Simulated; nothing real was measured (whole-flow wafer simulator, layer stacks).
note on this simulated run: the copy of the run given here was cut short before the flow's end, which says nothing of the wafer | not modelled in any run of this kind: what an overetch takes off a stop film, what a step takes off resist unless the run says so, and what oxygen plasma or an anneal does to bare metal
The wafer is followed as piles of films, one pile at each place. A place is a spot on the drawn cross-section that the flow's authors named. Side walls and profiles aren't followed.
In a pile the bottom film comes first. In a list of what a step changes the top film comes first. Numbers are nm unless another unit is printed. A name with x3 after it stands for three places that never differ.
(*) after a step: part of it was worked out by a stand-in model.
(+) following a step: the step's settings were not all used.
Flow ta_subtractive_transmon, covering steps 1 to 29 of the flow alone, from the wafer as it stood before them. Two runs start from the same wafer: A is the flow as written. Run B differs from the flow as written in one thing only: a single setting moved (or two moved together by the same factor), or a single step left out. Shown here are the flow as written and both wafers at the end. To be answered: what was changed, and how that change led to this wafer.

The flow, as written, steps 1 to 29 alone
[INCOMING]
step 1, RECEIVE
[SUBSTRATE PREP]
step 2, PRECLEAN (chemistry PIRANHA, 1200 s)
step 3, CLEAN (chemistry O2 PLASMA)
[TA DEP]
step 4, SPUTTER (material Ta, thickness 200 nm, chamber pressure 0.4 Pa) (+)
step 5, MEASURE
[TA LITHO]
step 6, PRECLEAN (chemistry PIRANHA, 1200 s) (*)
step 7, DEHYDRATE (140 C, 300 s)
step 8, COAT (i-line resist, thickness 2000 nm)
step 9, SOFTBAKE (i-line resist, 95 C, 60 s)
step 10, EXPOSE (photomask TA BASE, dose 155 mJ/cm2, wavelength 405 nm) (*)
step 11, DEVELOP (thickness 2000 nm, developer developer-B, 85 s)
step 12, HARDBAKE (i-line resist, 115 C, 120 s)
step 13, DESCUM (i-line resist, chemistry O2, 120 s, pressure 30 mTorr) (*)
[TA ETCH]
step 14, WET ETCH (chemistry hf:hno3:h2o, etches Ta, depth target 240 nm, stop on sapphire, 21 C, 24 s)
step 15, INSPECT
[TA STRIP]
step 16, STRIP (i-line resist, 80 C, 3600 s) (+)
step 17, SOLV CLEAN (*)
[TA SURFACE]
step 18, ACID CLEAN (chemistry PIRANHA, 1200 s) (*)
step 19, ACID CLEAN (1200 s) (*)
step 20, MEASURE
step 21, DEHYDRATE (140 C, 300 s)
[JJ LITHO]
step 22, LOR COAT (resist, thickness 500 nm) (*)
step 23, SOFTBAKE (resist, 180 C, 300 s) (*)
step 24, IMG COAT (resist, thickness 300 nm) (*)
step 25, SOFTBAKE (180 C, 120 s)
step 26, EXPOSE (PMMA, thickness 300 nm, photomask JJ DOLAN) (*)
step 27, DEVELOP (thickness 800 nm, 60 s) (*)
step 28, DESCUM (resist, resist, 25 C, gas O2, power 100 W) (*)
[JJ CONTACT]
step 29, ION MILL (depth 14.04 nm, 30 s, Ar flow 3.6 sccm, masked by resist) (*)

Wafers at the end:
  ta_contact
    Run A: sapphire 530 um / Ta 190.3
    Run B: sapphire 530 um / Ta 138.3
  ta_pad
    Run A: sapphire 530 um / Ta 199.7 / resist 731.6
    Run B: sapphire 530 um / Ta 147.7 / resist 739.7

Cause: step 4, SPUTTER: thickness 148 nm was run, though the flow has thickness 200 nm.

The path from the change to this, step by step:
  step 4, SPUTTER (material Ta, thickness 200 nm, chamber pressure 0.4 Pa) (+)
      field x2, jj_line, lead, ta_contact, ta_pad: A Ta gains 200 (new film) | B Ta gains 148 (new film)
  step 14, WET ETCH (chemistry hf:hno3:h2o, etches Ta, depth target 240 nm, stop on sapphire, 21 C, 24 s)
      field x2, jj_line, lead: A Ta loses 200 (all of it) | B Ta loses 148 (all of it)
  step 22, LOR COAT (resist, thickness 500 nm) (*)
      lead: A resist gains 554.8 (new film) | B resist gains 541.3 (new film)
      ta_contact: A resist gains 443.8 (new film) | B resist gains 457.4 (new film)
  step 27, DEVELOP (thickness 800 nm, 60 s) (*)
      ta_contact: A resist loses 731.2 (all of it) | B resist loses 748.2 (all of it)
